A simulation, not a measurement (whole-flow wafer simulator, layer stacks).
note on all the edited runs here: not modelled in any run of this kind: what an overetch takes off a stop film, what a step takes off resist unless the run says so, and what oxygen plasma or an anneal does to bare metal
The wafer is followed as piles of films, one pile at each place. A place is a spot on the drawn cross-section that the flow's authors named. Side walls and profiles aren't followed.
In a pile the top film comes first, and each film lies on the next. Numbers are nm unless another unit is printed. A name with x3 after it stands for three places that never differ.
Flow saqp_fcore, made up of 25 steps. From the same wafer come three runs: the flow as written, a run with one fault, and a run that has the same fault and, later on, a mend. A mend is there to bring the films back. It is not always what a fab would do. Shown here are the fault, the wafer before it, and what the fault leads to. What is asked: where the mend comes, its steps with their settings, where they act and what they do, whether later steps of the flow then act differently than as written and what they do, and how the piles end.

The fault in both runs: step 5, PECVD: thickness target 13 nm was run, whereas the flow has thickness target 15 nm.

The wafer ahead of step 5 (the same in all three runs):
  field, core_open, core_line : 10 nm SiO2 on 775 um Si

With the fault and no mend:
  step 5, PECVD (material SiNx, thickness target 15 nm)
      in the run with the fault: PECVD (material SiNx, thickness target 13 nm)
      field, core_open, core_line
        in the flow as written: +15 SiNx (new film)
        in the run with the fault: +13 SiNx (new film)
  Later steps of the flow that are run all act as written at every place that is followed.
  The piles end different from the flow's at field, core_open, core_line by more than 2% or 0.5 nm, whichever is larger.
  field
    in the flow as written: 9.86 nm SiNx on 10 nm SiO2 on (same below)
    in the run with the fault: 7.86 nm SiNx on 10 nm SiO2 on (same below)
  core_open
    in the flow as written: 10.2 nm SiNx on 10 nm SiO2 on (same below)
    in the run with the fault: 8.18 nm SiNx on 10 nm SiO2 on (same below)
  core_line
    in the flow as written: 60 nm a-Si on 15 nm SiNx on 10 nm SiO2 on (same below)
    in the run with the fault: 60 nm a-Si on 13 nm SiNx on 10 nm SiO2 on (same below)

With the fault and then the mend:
  The mend stands after step 5.
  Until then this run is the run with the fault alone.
  step 5a, ETCH (chemistry h3po4, depth target 14.95 nm)
      field, core_open, core_line
        -13 SiNx (all of it)
  step 5b, PECVD (material SiNx, thickness target 15 nm) (the flow's step 5, run once more)
      field, core_open, core_line
        +15 SiNx (new film)
  Later steps of the flow that are run all act as written at every place that is followed.
  By the end, the piles equal the flow's at every place that both follow.
